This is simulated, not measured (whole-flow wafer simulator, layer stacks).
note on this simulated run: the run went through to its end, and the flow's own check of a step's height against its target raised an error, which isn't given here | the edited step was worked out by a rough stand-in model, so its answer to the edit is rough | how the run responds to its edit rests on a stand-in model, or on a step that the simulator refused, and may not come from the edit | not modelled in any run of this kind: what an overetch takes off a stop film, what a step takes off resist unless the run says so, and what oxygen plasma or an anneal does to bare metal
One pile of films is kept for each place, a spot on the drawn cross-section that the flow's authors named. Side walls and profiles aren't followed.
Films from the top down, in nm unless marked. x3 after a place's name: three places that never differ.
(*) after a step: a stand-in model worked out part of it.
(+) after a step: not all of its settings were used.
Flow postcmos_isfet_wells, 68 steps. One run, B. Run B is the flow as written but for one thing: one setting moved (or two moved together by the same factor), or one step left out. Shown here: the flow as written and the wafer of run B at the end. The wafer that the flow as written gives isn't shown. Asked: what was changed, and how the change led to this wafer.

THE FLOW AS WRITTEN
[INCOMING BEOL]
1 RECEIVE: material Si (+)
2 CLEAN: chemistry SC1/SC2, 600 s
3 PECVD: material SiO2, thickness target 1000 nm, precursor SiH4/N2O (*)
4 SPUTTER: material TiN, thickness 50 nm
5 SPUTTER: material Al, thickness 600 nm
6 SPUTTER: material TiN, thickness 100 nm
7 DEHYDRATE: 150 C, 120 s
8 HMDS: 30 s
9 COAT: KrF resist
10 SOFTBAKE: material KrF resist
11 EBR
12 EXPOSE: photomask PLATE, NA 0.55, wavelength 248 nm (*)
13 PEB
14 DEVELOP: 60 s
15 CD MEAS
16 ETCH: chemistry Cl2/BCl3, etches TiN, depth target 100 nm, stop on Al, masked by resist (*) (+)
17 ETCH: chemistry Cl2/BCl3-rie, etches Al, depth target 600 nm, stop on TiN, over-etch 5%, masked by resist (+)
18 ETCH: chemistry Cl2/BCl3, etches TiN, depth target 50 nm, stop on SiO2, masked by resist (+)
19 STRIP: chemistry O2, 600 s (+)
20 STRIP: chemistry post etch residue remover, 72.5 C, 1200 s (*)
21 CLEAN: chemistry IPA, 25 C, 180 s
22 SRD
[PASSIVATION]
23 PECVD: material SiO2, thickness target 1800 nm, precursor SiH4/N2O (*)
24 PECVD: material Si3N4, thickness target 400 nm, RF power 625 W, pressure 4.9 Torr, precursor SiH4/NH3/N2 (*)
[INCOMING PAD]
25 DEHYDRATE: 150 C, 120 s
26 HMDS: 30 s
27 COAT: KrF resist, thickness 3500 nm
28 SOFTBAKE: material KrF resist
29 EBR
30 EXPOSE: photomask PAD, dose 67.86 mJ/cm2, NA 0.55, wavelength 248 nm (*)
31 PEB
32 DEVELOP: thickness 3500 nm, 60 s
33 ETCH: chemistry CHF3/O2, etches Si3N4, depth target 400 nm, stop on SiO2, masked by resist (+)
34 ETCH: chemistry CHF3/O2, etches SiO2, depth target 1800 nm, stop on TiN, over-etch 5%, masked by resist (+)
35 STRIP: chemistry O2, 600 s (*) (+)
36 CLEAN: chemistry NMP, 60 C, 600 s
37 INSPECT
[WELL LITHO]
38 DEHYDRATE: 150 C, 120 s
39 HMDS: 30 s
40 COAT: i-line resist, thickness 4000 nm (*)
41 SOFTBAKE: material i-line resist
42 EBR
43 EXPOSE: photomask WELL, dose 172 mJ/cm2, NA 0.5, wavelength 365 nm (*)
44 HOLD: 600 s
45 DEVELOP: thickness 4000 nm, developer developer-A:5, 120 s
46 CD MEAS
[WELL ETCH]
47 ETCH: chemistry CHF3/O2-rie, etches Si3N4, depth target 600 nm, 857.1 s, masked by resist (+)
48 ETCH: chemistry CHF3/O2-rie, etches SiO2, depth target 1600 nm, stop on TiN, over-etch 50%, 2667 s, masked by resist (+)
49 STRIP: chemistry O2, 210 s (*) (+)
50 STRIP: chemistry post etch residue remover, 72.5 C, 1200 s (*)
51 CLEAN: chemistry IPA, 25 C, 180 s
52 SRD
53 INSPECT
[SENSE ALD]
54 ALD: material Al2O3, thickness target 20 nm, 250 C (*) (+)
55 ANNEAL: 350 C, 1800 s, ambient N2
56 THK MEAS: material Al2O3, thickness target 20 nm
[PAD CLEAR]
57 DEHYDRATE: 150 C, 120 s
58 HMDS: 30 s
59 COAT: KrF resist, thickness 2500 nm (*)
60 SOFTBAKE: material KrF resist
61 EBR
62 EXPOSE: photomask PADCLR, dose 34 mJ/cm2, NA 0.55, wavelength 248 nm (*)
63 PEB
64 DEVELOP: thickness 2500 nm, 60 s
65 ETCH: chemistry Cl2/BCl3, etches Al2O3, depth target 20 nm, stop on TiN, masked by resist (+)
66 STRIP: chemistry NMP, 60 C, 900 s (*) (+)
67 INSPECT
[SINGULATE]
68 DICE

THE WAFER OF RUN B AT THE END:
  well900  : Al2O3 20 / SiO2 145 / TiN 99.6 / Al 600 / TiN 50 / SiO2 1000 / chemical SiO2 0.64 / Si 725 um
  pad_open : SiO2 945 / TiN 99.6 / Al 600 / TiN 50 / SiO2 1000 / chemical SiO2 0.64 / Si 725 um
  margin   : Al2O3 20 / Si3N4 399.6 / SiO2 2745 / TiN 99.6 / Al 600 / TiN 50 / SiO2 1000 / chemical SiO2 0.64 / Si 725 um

The cause: step 23, PECVD: thickness target 2745 nm was run, where the flow has thickness target 1800 nm.
It can be read off the wafer: margin has SiO2 2745, and step 23 as written asks for 1800 nm.

How the change led to this, step by step:
  23 PECVD: material SiO2, thickness target 1800 nm, precursor SiH4/N2O (*)
      margin, well900, well1300 x3, pad_rim, pad_clr, pad_open: SiO2 +2745 (new film) (as written it would be: SiO2 +1800 (new film))
      field: SiO2 +2745 (new film), void +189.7 (new film), SiO2 +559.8 (as written it would be: SiO2 +1800 (new film), void +189.9 (new film), SiO2 +559.7)
  34 ETCH: chemistry CHF3/O2, etches SiO2, depth target 1800 nm, stop on TiN, over-etch 5%, masked by resist (+)
      pad_open: SiO2 -1800 (as written it would be: SiO2 -1800 (all of it))
  48 ETCH: chemistry CHF3/O2-rie, etches SiO2, depth target 1600 nm, stop on TiN, over-etch 50%, 2667 s, masked by resist (+)
      well900, well1300 x3: SiO2 -2400 (as written it would be: SiO2 -1600 (all of it))
  59 COAT: KrF resist, thickness 2500 nm (*)
      field: KrF resist +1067 (new film) (as written it would be: KrF resist +1449 (new film))
      margin: KrF resist +1066.9 (new film) (as written it would be: KrF resist +1448.9 (new film))
  63 PEB
      field, margin: KrF resist -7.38 (as written it would be: KrF resist -10.1)
  66 STRIP: chemistry NMP, 60 C, 900 s (*) (+)
      field: KrF resist -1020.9 (all of it) (as written it would be: KrF resist -1400.1 (all of it))
      margin: KrF resist -1020.8 (all of it) (as written it would be: KrF resist -1400.1 (all of it))
